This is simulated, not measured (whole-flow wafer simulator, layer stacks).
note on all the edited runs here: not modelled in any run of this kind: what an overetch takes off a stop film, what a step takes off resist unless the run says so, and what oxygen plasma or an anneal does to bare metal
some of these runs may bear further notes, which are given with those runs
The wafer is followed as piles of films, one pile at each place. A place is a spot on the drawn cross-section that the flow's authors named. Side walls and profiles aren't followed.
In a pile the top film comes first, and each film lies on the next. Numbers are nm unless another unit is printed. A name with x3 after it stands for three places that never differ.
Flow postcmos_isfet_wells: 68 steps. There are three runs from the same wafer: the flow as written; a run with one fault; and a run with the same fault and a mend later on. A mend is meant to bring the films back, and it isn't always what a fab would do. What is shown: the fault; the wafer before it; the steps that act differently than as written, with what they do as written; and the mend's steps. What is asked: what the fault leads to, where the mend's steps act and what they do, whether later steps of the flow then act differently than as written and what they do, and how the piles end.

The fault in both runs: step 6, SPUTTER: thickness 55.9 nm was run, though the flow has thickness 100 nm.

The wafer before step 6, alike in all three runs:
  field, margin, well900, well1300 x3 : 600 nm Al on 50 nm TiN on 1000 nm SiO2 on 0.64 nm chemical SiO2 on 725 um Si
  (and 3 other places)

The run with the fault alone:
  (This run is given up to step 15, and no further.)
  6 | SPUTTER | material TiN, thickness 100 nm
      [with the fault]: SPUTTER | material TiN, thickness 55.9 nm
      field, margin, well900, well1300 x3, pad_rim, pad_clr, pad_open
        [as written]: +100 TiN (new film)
        [with the fault]: +55.9 TiN (new film)
  Later steps of the flow up to step 15 that are run all act as written at every place that is followed.
  Once step 15 is done, the piles at field, margin, well900, well1300 x3, pad_rim, pad_clr, pad_open depart from the flow's by more than 2% or 0.5 nm, whichever is larger.
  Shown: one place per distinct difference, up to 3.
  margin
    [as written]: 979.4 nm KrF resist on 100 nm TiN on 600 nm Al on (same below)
    [with the fault]: 979.4 nm KrF resist on 55.9 nm TiN on 600 nm Al on (same below)
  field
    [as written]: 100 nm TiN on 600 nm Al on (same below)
    [with the fault]: 55.9 nm TiN on 600 nm Al on (same below)

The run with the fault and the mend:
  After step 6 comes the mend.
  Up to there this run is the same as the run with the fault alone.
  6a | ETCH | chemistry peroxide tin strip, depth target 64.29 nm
      field, margin, well900, well1300 x3, pad_rim, pad_clr, pad_open
        -55.9 TiN (all of it)
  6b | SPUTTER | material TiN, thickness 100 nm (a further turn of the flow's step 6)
      field, margin, well900, well1300 x3, pad_rim, pad_clr, pad_open
        +100 TiN (new film)
  Later steps of the flow that are run all act as written at every place that is followed.
  At every place that both follow, the piles at the end match the flow's.
